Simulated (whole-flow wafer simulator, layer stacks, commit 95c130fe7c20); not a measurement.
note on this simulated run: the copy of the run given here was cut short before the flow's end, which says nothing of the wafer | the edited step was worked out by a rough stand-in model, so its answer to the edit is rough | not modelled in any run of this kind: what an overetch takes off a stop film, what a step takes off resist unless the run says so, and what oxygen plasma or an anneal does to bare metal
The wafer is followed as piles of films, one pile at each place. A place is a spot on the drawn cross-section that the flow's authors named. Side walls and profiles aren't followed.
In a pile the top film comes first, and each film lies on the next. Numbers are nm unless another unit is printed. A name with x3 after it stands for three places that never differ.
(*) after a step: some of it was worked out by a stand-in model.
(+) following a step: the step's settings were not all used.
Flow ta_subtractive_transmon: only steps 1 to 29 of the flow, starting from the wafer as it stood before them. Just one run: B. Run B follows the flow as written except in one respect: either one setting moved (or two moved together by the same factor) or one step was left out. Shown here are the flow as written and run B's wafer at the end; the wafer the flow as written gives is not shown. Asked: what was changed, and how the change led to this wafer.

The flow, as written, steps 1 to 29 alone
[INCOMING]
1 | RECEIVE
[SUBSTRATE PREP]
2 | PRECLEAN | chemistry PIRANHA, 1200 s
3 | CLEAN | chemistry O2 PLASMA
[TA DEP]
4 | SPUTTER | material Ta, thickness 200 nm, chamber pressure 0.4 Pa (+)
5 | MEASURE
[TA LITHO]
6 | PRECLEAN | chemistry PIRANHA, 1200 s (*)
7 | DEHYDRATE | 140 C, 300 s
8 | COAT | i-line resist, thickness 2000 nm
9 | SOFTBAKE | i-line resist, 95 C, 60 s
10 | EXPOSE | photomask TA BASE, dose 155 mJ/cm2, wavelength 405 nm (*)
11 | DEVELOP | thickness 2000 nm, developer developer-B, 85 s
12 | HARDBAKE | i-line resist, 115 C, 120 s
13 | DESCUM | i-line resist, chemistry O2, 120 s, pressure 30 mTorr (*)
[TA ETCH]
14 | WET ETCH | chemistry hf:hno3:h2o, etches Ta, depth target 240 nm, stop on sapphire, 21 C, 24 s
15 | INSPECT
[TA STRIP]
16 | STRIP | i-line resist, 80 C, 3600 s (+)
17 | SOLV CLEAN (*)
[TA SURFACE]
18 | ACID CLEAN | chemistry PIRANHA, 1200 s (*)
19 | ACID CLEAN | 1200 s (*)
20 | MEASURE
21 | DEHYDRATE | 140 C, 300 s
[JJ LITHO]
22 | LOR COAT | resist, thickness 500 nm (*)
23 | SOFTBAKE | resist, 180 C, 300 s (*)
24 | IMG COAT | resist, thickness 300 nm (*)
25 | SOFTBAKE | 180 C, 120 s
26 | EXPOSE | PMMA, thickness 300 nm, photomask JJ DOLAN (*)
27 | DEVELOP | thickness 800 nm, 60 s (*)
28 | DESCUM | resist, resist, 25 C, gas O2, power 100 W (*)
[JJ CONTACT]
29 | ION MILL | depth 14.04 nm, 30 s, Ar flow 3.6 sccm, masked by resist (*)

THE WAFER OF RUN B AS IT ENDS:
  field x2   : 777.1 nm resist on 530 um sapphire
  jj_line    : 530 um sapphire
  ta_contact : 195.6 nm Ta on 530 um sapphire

Cause: step 29, ION MILL: depth 6.176 nm was run, though the flow has depth 14.04 nm; step 29, ION MILL: 13.2 s was run, where the flow has 30 s.

Step by step, how the change led to this:
  29 | ION MILL | depth 14.04 nm, 30 s, Ar flow 3.6 sccm, masked by resist (*)
      field x2, ta_pad: -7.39 resist (in the flow as written it would be: -16.8 resist)
      jj_line, lead: -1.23 sapphire (in the flow as written it would be: -2.8 sapphire)
      (as well as at 1 more place)
